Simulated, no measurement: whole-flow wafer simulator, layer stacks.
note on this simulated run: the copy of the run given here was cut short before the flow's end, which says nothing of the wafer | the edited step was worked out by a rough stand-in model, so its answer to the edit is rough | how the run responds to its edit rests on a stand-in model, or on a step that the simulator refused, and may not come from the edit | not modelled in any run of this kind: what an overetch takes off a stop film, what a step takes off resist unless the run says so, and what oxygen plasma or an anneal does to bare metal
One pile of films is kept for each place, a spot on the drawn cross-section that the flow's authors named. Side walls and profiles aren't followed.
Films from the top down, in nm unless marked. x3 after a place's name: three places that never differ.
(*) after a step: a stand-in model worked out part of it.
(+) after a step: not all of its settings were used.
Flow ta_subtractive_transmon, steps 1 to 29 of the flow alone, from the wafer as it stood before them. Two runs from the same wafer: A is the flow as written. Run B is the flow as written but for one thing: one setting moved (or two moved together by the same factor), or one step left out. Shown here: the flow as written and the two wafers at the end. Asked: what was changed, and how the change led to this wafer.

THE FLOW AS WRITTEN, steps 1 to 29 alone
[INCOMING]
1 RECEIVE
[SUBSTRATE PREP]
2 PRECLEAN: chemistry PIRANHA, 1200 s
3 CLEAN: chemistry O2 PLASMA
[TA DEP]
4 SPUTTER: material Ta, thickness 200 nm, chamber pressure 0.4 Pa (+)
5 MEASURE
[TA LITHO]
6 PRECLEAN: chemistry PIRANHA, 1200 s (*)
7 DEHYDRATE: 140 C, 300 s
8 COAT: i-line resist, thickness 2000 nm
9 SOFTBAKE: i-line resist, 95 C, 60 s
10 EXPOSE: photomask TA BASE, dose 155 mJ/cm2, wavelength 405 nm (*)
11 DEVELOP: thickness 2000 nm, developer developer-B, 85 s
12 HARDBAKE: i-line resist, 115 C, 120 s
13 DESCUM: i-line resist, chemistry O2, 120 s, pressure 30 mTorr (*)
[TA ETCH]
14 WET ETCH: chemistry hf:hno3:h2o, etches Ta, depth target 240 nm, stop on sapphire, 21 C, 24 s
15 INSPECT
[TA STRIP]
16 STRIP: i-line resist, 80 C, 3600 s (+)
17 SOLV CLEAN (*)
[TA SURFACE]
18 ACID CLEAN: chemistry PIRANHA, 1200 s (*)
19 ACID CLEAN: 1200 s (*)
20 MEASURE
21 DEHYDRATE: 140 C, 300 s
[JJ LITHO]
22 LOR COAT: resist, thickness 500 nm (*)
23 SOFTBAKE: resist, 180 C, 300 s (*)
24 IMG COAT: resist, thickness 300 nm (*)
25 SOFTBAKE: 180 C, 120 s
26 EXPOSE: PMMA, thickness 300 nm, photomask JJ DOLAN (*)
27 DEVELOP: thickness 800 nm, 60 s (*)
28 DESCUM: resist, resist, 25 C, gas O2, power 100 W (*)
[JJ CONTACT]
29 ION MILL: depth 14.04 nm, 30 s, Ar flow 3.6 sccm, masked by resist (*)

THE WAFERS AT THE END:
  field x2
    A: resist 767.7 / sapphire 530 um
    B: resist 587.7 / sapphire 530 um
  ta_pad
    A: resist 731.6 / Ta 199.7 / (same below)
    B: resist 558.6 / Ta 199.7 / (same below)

The cause: step 24, IMG COAT: thickness 120 nm was run, where the flow has thickness 300 nm.

How the change led to this, step by step:
  24 IMG COAT: resist, thickness 300 nm (*)
      field x2, jj_line: A resist +300 | B resist +120
      lead: A resist +312.6 | B resist +127
      (and at 2 more places)
  27 DEVELOP: thickness 800 nm, 60 s (*)
      jj_line: A resist -800 (all of it) | B resist -620 (all of it)
      lead: A resist -867.4 (all of it) | B resist -681.8 (all of it)
      (and at 1 more place)
